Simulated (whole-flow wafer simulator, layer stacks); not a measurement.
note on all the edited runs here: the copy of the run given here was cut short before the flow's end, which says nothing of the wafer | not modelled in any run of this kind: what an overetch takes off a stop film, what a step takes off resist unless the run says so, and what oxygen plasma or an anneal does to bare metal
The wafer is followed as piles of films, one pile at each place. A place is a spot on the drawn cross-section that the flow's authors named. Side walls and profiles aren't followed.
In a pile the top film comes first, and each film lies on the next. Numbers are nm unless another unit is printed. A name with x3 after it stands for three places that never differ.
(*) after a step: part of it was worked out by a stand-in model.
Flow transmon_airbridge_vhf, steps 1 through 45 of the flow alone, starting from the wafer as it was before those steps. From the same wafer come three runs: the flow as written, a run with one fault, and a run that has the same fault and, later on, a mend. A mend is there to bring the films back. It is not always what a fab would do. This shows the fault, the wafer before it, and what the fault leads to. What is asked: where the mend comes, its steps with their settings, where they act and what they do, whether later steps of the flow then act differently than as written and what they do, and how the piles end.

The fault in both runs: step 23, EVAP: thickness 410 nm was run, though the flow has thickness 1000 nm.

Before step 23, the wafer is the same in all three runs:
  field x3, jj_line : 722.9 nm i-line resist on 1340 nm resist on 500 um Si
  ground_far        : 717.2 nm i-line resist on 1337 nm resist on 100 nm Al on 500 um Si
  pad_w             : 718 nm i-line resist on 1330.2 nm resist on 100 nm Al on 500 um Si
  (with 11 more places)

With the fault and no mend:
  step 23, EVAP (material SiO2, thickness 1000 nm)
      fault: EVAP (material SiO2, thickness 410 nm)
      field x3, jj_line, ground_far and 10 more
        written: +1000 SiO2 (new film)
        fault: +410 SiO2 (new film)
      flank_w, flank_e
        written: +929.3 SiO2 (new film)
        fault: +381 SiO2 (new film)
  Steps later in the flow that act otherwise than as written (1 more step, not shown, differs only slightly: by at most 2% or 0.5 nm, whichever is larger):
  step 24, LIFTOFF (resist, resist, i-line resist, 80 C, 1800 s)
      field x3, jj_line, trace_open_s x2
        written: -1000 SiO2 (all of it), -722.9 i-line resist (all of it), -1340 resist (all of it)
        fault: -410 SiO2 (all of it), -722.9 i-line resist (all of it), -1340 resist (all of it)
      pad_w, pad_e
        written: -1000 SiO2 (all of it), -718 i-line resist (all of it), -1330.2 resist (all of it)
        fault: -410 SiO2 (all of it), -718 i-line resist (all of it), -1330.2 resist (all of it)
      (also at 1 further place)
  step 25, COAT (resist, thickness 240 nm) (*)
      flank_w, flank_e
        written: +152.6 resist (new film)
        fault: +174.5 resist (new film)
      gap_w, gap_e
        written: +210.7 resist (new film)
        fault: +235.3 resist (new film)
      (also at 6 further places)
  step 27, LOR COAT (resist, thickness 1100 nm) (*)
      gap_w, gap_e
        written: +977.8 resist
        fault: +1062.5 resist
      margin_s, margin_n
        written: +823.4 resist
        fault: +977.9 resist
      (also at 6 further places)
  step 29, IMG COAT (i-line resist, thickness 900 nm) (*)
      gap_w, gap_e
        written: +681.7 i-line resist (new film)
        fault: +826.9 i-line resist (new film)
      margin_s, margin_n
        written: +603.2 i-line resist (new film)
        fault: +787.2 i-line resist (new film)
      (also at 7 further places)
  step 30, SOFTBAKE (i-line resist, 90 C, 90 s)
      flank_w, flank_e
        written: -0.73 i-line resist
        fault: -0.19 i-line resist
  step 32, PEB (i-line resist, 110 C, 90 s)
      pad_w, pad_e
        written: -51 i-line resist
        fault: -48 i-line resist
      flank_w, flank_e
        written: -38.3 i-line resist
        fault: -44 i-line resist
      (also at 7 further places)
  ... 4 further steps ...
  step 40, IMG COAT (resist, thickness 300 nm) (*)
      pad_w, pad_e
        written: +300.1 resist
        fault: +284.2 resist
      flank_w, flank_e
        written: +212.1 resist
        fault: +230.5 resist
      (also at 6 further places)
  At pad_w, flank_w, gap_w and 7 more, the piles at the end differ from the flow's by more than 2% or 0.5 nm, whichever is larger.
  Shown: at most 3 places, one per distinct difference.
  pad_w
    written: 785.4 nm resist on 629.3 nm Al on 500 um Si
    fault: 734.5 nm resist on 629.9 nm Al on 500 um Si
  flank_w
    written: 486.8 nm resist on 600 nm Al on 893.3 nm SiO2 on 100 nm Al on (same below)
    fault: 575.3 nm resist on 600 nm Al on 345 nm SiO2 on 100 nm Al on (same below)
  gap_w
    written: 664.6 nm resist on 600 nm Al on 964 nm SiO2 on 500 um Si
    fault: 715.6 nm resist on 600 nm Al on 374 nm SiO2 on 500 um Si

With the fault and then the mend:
  The mend follows step 23.
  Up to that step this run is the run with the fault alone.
  step 23a, EVAP (material SiO2, thickness 590 nm) (a further turn of the flow's step 23, with different settings)
      field x3, jj_line, ground_far and 10 more
        +590 SiO2
      flank_w, flank_e
        +549.1 SiO2
  Every later step of the flow that is run acts as written, at every place that is followed, to within 2% or 0.5 nm, whichever is larger.
  At the end the piles are close to the flow's at the places that both follow, differing by at most 2% or 0.5 nm, whichever is larger.
